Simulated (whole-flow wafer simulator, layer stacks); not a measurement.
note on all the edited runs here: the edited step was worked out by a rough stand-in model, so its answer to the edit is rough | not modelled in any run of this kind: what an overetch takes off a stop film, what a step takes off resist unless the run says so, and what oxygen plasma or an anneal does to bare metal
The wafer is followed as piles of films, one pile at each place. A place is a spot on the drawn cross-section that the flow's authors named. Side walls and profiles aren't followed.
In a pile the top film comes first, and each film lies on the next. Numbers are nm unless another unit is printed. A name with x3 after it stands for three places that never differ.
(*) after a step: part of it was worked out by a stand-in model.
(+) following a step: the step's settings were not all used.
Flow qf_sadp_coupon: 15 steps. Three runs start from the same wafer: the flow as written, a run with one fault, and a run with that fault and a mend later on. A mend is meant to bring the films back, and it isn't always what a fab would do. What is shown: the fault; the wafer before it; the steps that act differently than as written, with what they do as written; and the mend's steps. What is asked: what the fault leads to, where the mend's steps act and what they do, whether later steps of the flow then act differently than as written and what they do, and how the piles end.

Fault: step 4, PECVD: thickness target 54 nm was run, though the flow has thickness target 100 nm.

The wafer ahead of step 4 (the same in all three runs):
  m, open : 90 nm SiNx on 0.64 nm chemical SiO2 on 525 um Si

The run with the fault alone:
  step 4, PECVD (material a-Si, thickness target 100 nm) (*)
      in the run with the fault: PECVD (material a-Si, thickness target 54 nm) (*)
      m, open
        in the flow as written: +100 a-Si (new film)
        in the run with the fault: +54 a-Si (new film)
  Steps further on in the flow that do not act as written:
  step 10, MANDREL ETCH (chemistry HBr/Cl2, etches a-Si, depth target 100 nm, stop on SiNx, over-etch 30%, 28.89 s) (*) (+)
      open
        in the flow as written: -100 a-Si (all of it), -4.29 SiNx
        in the run with the fault: -54 a-Si (all of it), -10.9 SiNx
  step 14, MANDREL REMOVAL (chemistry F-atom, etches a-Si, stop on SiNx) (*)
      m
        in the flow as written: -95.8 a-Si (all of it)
        in the run with the fault: -49.8 a-Si (all of it)
  At open, the piles at the end differ from the flow's by more than 2% or 0.5 nm, whichever is larger.
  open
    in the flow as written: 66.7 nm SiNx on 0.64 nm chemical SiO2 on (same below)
    in the run with the fault: 60.1 nm SiNx on 0.64 nm chemical SiO2 on (same below)

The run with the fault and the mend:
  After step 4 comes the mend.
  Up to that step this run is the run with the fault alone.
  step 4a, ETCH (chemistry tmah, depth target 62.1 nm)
      m, open
        -54 a-Si (all of it)
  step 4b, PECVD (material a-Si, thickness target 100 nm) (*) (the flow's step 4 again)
      m, open
        +100 a-Si (new film)
  None of the later steps of the flow acts differently than as written at any place that is followed.
  At every place that both follow, the piles at the end match the flow's.
